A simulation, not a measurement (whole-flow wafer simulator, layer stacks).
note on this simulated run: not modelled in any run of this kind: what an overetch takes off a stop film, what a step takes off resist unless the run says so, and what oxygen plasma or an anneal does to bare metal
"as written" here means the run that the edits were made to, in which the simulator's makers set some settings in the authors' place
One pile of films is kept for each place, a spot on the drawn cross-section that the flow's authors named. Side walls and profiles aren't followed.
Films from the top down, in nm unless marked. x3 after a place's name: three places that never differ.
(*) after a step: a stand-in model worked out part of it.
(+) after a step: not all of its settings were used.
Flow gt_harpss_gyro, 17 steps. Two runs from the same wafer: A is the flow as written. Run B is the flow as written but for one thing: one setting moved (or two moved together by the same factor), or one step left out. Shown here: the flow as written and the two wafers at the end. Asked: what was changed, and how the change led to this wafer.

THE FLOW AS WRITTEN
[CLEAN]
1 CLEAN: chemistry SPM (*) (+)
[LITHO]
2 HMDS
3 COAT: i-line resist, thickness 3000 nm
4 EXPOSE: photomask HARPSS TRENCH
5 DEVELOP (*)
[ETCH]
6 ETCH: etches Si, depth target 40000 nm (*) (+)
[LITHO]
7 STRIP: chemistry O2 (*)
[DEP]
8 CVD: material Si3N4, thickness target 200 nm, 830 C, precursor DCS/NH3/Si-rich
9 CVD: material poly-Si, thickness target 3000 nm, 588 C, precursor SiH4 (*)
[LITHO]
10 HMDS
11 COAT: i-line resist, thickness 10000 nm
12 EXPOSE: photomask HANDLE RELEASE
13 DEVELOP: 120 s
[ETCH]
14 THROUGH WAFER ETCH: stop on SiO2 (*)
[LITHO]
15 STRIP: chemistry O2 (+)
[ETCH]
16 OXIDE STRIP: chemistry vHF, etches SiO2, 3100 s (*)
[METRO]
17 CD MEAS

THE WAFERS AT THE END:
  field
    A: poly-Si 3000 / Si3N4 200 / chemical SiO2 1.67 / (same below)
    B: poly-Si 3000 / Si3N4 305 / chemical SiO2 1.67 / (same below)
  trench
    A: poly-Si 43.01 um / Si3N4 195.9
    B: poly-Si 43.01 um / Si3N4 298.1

The cause: step 8, CVD: thickness target 305 nm was run, where the flow has thickness target 200 nm.
It can be read off the wafer: field has Si3N4 305, and step 8 as written asks for 200 nm.

How the change led to this, step by step:
  8 CVD: material Si3N4, thickness target 200 nm, 830 C, precursor DCS/NH3/Si-rich
      field: A Si3N4 +200 (new film) | B Si3N4 +305 (new film)
      trench: A Si3N4 +195.9 (new film) | B Si3N4 +298.1 (new film)
